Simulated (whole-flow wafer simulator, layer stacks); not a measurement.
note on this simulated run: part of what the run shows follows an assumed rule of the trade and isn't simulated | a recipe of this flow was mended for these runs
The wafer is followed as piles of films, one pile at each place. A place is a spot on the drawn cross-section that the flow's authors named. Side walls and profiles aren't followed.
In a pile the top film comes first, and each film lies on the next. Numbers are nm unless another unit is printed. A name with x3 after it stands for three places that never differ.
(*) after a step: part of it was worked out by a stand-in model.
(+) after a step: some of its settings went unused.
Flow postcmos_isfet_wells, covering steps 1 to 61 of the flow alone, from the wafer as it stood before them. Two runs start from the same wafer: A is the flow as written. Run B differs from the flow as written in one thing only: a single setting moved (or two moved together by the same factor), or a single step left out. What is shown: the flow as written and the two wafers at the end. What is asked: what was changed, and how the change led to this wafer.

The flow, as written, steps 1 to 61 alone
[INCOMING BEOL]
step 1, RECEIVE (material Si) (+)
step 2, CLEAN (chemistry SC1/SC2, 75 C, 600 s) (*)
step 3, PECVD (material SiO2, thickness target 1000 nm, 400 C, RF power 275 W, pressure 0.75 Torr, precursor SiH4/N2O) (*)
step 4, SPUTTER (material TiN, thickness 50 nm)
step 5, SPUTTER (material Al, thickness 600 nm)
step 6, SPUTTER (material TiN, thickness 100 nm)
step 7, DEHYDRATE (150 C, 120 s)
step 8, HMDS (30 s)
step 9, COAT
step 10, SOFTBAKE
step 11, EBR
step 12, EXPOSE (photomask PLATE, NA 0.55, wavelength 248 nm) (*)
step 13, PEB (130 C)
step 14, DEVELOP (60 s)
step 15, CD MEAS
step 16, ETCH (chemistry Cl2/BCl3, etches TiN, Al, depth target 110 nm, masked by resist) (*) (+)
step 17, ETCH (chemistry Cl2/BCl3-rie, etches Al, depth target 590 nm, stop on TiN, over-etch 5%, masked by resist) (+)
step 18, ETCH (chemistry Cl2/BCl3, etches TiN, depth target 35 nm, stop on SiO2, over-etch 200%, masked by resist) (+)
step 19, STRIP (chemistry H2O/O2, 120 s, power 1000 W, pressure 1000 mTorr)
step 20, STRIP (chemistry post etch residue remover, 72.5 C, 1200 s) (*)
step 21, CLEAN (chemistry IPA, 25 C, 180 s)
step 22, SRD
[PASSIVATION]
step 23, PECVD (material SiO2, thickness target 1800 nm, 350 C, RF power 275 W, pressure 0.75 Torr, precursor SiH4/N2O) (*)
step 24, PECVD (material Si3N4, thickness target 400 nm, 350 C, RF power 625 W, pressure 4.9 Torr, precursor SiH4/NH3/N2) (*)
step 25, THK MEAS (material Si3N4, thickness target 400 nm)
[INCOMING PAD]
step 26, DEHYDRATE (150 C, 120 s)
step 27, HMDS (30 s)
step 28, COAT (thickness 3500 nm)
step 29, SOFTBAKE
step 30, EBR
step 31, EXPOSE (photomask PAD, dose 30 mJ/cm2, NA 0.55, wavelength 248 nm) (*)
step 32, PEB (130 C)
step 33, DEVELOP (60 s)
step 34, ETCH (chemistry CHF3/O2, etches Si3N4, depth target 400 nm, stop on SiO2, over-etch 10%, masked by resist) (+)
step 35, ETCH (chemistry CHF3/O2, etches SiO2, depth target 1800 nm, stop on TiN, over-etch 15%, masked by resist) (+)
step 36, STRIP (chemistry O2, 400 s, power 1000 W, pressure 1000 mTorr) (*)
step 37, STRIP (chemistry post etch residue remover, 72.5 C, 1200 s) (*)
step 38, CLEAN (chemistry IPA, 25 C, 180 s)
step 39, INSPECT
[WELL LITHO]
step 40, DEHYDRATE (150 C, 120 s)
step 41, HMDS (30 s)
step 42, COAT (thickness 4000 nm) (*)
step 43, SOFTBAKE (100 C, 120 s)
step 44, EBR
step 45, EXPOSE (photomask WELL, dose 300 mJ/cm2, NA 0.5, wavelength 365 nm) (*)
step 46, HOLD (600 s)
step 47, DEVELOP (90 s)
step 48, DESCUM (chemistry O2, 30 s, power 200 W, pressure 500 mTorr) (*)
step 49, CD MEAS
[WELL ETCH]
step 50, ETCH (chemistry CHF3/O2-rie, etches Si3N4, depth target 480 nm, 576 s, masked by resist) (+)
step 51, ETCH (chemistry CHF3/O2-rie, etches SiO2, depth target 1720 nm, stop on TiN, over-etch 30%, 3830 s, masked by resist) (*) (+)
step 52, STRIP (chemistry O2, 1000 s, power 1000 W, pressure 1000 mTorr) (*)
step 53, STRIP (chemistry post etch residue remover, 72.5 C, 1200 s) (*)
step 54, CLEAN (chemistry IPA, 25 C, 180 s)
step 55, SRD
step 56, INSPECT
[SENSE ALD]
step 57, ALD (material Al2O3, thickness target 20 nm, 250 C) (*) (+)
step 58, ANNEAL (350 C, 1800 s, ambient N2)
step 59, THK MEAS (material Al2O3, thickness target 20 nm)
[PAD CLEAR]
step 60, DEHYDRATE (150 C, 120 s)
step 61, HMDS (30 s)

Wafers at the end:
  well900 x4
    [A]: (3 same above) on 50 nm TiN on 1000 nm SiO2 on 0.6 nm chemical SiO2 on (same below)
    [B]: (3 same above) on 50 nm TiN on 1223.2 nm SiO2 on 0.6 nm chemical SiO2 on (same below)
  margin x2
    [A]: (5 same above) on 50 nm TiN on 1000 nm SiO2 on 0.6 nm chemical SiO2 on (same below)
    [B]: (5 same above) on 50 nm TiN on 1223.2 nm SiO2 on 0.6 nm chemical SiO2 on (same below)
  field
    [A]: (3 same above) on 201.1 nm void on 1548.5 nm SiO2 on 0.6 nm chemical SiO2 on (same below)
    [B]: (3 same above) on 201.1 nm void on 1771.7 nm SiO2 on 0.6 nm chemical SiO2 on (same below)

Cause: step 3, PECVD: RF power 440 W was run, whereas the flow has RF power 275 W.

How this came from the change, step by step:
  step 3, PECVD (material SiO2, thickness target 1000 nm, 400 C, RF power 275 W, pressure 0.75 Torr, precursor SiH4/N2O) (*)
      field, margin x2, well900 x4, pad_clr, pad_open: A SiO2 gains 1000 (new film) | B SiO2 gains 1223.2 (new film)
